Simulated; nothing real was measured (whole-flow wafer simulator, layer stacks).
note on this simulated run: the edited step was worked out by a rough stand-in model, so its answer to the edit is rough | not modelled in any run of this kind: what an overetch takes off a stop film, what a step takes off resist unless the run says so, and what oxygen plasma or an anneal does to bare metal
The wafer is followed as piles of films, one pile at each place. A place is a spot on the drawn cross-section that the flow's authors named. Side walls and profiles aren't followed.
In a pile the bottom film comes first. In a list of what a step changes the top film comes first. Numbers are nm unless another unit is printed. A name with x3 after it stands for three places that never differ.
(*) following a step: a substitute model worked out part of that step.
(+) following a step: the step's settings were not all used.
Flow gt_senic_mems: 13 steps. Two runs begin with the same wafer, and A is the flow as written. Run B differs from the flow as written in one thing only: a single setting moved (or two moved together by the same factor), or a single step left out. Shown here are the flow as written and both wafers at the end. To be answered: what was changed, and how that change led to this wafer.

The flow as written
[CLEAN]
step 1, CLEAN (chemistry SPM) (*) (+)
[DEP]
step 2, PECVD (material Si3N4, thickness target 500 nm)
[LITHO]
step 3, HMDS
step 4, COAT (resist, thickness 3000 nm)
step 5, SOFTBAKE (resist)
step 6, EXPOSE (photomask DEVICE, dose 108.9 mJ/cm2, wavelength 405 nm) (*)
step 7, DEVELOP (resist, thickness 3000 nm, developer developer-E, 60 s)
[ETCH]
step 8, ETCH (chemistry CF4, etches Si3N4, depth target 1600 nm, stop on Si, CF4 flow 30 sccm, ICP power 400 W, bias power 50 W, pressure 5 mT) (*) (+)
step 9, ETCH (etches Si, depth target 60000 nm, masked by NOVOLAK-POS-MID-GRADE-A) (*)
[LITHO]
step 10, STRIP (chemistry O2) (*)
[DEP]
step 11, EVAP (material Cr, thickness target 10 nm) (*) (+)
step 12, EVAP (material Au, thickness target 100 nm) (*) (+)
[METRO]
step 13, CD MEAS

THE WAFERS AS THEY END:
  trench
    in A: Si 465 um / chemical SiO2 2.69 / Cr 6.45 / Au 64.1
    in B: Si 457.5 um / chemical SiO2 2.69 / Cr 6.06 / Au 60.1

The reason: step 9, ETCH: depth target 67500 nm was run, whereas the flow has depth target 60000 nm.

Step by step, how the change led to this:
  step 9, ETCH (etches Si, depth target 60000 nm, masked by NOVOLAK-POS-MID-GRADE-A) (*)
      field: A resist loses 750 | B resist loses 843.8
      trench: A Si loses 60 um | B Si loses 67.5 um
  step 10, STRIP (chemistry O2) (*)
      field: A resist loses 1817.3 (all of it) | B resist loses 1723.6 (all of it)
  step 12, EVAP (material Au, thickness target 100 nm) (*) (+)
      trench: A Au gains 64.1 (new film) | B Au gains 60.1 (new film)
